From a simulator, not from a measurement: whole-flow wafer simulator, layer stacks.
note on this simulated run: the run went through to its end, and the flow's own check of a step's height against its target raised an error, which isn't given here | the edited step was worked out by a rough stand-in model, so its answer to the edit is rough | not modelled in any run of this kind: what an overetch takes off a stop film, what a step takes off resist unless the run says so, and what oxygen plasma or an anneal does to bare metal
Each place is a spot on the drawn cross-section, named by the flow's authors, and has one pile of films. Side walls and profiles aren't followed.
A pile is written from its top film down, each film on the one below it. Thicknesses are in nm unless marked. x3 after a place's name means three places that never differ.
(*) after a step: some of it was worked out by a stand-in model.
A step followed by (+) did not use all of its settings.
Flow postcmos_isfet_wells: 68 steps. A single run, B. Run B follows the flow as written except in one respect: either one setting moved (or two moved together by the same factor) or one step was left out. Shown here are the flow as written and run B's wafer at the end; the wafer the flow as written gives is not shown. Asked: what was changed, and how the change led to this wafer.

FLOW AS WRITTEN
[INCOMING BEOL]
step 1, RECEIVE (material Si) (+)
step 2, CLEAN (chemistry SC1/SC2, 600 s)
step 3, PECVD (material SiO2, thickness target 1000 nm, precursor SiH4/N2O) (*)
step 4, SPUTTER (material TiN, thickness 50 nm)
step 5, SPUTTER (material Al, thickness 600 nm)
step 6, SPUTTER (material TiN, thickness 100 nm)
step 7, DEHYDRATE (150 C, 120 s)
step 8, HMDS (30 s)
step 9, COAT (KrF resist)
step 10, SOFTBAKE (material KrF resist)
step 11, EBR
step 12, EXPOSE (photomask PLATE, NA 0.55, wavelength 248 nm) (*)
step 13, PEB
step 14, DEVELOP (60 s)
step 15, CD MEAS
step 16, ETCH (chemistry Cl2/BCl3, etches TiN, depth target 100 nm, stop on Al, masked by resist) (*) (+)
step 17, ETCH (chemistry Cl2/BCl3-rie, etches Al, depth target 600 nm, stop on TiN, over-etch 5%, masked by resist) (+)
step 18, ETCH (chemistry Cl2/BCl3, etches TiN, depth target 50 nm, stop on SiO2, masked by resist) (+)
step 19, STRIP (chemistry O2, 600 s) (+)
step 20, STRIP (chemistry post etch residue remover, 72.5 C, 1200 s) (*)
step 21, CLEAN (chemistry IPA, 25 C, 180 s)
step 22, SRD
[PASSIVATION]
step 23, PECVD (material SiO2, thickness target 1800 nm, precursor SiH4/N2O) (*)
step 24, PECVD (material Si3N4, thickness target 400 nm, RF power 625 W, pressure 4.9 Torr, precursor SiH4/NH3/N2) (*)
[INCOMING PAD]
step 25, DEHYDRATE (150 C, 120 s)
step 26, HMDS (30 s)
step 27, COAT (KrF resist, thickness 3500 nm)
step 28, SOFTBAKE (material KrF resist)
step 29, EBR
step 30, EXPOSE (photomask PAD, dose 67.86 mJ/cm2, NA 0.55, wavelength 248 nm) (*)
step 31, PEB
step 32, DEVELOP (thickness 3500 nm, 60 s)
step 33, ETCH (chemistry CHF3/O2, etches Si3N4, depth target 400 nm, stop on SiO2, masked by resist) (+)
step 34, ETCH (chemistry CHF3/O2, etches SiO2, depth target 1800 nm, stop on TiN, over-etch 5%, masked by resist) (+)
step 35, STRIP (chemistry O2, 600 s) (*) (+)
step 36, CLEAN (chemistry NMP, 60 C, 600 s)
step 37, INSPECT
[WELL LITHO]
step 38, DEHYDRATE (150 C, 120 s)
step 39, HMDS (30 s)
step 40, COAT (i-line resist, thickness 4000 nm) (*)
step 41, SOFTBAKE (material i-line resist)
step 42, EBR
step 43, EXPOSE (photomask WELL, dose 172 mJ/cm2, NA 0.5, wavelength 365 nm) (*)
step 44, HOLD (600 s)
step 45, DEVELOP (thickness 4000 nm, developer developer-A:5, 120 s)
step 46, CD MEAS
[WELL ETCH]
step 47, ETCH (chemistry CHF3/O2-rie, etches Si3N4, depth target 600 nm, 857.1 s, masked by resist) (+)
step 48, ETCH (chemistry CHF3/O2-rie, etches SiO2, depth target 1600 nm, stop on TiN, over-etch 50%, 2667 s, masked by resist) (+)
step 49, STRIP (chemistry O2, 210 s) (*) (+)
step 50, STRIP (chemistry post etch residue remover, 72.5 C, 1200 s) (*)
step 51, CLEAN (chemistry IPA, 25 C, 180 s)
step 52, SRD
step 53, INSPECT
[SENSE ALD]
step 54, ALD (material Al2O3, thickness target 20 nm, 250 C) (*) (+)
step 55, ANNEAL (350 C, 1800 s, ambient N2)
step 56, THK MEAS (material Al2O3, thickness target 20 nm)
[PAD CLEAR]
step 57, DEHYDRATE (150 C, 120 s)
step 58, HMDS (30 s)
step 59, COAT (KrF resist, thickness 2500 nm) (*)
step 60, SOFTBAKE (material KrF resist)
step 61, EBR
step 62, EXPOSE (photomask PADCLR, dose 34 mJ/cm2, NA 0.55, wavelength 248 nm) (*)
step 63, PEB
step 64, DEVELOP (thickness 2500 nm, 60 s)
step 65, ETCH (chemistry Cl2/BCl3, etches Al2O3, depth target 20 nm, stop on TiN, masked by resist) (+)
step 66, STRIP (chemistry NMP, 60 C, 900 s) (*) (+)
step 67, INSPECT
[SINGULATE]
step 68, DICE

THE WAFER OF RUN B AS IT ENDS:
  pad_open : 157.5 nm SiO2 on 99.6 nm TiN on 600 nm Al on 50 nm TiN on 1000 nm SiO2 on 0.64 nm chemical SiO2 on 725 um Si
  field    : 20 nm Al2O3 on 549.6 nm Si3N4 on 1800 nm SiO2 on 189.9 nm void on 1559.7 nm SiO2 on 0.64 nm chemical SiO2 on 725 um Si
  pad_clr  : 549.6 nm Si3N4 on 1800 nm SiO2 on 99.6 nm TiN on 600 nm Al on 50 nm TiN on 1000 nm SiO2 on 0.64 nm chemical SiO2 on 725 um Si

The reason: step 24, PECVD: thickness target 550 nm was run, though the flow has thickness target 400 nm.

How this came from the change, step by step:
  step 24, PECVD (material Si3N4, thickness target 400 nm, RF power 625 W, pressure 4.9 Torr, precursor SiH4/NH3/N2) (*)
      field, margin, well900, well1300 x3, pad_rim, pad_clr, pad_open: Si3N4 gains 550 (new film) (in the flow as written it would be: Si3N4 gains 400 (new film))
  step 33, ETCH (chemistry CHF3/O2, etches Si3N4, depth target 400 nm, stop on SiO2, masked by resist) (+)
      pad_open: Si3N4 loses 400 (in the flow as written it would be: Si3N4 loses 400 (all of it))
  step 34, ETCH (chemistry CHF3/O2, etches SiO2, depth target 1800 nm, stop on TiN, over-etch 5%, masked by resist) (+)
      pad_open: Si3N4 loses 150 (all of it), SiO2 loses 1642.5 (in the flow as written it would be: SiO2 loses 1800 (all of it))
  step 47, ETCH (chemistry CHF3/O2-rie, etches Si3N4, depth target 600 nm, 857.1 s, masked by resist) (+)
      well900, well1300 x3: Si3N4 loses 550 (all of it), SiO2 loses 50 (in the flow as written it would be: Si3N4 loses 400 (all of it), SiO2 loses 200)
  step 48, ETCH (chemistry CHF3/O2-rie, etches SiO2, depth target 1600 nm, stop on TiN, over-etch 50%, 2667 s, masked by resist) (+)
      well900, well1300 x3: SiO2 loses 1750 (all of it) (in the flow as written it would be: SiO2 loses 1600 (all of it))
  step 59, COAT (KrF resist, thickness 2500 nm) (*)
      field: KrF resist gains 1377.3 (new film) (in the flow as written it would be: KrF resist gains 1449 (new film))
      margin: KrF resist gains 1377.2 (new film) (in the flow as written it would be: KrF resist gains 1448.9 (new film))
  step 63, PEB
      field, margin: KrF resist loses 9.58 (in the flow as written it would be: KrF resist loses 10.1)
  step 66, STRIP (chemistry NMP, 60 C, 900 s) (*) (+)
      field: KrF resist loses 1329 (all of it) (in the flow as written it would be: KrF resist loses 1400.1 (all of it))
      margin: KrF resist loses 1328.9 (all of it) (in the flow as written it would be: KrF resist loses 1400.1 (all of it))
